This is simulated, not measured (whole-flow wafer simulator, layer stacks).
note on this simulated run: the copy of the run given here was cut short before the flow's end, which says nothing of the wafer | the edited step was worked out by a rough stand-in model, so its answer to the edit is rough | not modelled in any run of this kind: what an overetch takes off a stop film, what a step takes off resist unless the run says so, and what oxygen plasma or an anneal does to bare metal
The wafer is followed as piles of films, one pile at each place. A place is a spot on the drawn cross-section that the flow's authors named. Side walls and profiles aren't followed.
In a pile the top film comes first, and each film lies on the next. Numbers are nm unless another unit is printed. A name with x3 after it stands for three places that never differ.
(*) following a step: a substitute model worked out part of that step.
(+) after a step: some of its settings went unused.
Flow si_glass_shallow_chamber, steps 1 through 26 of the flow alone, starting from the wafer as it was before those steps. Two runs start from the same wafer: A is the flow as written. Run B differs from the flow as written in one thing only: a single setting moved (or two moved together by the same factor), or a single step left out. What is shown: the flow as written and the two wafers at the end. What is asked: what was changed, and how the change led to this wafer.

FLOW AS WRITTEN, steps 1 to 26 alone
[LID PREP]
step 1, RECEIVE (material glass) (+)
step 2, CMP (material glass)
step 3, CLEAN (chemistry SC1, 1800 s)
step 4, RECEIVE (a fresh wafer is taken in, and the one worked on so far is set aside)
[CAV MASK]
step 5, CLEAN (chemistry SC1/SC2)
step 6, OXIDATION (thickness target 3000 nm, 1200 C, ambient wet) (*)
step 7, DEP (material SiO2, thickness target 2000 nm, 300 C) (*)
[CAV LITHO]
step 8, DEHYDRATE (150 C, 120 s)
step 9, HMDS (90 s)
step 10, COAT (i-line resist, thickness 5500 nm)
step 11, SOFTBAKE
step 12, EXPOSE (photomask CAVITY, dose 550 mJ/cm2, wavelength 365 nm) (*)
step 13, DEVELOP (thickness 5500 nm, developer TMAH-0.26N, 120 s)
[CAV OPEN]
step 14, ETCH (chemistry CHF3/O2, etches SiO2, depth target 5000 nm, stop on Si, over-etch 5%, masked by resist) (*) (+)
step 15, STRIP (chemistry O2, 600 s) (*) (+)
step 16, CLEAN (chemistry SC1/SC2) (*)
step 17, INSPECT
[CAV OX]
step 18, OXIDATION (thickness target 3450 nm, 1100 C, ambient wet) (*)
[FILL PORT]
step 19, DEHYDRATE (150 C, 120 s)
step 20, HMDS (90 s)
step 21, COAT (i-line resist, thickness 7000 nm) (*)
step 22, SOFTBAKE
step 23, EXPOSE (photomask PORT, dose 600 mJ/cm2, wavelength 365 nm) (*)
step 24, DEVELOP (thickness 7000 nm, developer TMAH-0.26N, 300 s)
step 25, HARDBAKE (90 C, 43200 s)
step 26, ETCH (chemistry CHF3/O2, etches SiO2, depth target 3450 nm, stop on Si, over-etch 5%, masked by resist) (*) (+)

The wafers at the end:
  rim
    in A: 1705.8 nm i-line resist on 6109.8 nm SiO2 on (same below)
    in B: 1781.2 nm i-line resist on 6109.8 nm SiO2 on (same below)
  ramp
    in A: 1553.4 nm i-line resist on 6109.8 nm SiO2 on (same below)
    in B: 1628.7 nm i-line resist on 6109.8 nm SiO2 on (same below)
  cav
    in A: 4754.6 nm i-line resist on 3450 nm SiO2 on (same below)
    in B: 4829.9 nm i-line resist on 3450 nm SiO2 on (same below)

The reason: step 26, ETCH: over-etch 2.38% was run, whereas the flow has over-etch 5%.

The path from the change to this, step by step:
  step 26, ETCH (chemistry CHF3/O2, etches SiO2, depth target 3450 nm, stop on Si, over-etch 5%, masked by resist) (*) (+)
      rim, ramp, cav, ring: A i-line resist loses 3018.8 | B i-line resist loses 2943.4
      port: A SiO2 loses 3450 (all of it), Si loses 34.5 | B SiO2 loses 3450 (all of it), Si loses 16.4
      (also at 1 further place)
